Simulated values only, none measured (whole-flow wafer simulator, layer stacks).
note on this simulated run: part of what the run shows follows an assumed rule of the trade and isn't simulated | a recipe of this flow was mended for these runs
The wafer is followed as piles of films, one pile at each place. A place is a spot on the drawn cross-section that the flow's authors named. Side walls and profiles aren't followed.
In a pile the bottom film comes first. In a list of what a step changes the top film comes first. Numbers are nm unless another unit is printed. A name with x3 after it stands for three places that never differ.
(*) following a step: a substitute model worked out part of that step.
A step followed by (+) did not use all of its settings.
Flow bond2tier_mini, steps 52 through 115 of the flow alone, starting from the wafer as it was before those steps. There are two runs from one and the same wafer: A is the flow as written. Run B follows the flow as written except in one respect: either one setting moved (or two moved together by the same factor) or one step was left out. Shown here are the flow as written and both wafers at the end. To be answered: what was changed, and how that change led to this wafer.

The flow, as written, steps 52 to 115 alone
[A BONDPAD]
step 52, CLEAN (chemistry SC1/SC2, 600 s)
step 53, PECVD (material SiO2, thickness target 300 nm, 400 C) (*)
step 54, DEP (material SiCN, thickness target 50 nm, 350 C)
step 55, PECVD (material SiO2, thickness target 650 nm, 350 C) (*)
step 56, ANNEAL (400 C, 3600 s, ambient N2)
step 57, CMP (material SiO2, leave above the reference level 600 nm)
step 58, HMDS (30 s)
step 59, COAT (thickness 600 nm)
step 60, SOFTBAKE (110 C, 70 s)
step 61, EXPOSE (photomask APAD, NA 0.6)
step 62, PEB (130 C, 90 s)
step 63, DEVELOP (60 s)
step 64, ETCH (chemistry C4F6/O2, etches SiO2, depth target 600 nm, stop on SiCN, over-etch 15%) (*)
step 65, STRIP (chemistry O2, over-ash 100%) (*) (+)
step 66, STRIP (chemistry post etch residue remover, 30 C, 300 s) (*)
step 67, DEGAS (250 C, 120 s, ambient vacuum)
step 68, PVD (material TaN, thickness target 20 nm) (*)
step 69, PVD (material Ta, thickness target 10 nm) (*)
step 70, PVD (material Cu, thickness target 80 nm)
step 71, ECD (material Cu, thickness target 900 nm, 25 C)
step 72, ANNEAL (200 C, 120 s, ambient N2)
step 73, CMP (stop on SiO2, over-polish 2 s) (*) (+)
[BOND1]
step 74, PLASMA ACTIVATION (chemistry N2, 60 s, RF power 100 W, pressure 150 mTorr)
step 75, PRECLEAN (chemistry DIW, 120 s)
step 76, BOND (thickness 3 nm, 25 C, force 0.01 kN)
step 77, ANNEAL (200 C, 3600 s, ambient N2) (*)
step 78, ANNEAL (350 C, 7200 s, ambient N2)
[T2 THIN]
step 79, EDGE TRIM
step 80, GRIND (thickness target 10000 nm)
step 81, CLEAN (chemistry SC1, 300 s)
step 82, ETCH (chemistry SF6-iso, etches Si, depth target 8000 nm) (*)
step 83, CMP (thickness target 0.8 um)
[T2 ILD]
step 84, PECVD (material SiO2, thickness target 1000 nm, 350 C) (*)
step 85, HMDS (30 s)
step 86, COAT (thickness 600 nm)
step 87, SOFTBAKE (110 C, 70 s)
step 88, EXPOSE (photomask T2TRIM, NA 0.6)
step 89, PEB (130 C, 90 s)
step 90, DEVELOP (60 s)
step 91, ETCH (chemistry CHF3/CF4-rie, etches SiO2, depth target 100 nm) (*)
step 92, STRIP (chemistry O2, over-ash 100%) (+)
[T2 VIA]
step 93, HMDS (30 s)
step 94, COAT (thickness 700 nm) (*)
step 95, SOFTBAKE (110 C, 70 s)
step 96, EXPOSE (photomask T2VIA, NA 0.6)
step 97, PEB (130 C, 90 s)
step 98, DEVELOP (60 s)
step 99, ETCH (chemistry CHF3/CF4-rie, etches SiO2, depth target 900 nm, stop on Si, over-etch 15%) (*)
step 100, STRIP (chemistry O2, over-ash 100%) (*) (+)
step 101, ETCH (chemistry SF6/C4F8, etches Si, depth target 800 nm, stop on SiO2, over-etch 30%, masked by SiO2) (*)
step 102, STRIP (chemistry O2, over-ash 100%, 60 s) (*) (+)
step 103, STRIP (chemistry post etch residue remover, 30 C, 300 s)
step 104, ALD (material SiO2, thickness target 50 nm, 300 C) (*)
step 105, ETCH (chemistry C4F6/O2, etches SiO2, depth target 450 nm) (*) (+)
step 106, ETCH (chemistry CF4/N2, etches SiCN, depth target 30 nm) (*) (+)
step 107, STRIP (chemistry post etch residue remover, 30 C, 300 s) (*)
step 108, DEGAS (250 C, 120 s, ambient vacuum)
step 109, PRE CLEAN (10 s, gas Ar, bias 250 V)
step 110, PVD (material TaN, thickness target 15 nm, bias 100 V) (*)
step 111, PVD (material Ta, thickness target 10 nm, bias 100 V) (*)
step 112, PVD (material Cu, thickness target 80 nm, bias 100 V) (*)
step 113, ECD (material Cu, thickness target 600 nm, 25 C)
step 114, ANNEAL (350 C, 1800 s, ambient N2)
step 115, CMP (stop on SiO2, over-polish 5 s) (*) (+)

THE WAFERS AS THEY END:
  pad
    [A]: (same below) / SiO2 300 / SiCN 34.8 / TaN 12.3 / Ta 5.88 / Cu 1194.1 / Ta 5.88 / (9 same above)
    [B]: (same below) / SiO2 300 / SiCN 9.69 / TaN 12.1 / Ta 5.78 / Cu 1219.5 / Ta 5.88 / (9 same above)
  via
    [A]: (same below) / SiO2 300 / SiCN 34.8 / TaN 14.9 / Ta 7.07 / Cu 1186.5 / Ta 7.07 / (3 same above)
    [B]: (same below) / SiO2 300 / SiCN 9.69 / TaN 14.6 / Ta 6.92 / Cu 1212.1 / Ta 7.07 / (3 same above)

What caused this: step 64, ETCH: depth target 729.6 nm was run, whereas the flow has depth target 600 nm.

How this came from the change, step by step:
  step 64, ETCH (chemistry C4F6/O2, etches SiO2, depth target 600 nm, stop on SiCN, over-etch 15%) (*)
      pad, via: A -600 SiO2 (all of it), -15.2 SiCN | B -600 SiO2 (all of it), -40.3 SiCN
      field: A -115 thick-KrF-resist | B -139.8 thick-KrF-resist
  step 65, STRIP (chemistry O2, over-ash 100%) (*) (+)
      field: A -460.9 thick-KrF-resist (all of it) | B -436.1 thick-KrF-resist (all of it)
  step 70, PVD (material Cu, thickness target 80 nm)
      via: A +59 Cu (new film) | B +57.8 Cu (new film)
